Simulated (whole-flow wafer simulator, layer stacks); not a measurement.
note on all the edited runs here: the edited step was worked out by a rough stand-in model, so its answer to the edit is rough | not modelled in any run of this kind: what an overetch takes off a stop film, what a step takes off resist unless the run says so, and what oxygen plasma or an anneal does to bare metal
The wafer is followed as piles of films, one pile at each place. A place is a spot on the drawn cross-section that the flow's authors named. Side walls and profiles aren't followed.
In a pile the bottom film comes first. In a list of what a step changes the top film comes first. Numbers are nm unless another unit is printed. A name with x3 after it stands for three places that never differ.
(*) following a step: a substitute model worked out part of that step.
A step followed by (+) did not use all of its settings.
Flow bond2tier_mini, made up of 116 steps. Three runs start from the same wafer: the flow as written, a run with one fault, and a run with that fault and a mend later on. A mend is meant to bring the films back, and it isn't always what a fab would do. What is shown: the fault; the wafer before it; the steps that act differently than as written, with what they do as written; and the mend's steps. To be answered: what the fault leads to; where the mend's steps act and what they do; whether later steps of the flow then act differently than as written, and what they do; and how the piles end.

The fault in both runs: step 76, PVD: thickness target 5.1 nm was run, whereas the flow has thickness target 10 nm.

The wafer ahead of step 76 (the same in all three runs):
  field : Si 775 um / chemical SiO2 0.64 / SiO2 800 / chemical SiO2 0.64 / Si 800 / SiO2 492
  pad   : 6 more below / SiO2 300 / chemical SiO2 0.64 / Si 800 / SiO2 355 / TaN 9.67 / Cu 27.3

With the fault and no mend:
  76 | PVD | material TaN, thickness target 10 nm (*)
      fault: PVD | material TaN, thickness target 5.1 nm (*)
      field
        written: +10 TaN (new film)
        fault: +5.1 TaN (new film)
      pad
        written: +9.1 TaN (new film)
        fault: +4.64 TaN (new film)
  Steps further on in the flow that do not act as written (1 more step, not shown, differs only slightly: by at most 2% or 0.5 nm, whichever is larger):
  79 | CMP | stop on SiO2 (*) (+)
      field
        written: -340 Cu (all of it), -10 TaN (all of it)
        fault: -340 Cu (all of it), -5.1 TaN (all of it)
  By the end, the piles at pad depart from the flow's by more than 2% or 0.5 nm, whichever is larger.
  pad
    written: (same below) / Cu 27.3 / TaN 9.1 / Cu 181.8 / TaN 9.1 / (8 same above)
    fault: (same below) / Cu 27.3 / TaN 4.64 / Cu 186.3 / TaN 9.1 / (8 same above)

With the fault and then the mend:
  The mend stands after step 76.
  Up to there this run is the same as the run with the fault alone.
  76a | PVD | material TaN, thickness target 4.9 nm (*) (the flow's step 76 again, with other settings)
      field
        +4.9 TaN
      pad
        +4.46 TaN
  Later steps of the flow that are run all act as written at every place that is followed.
  At every place that both follow, the piles at the end match the flow's.
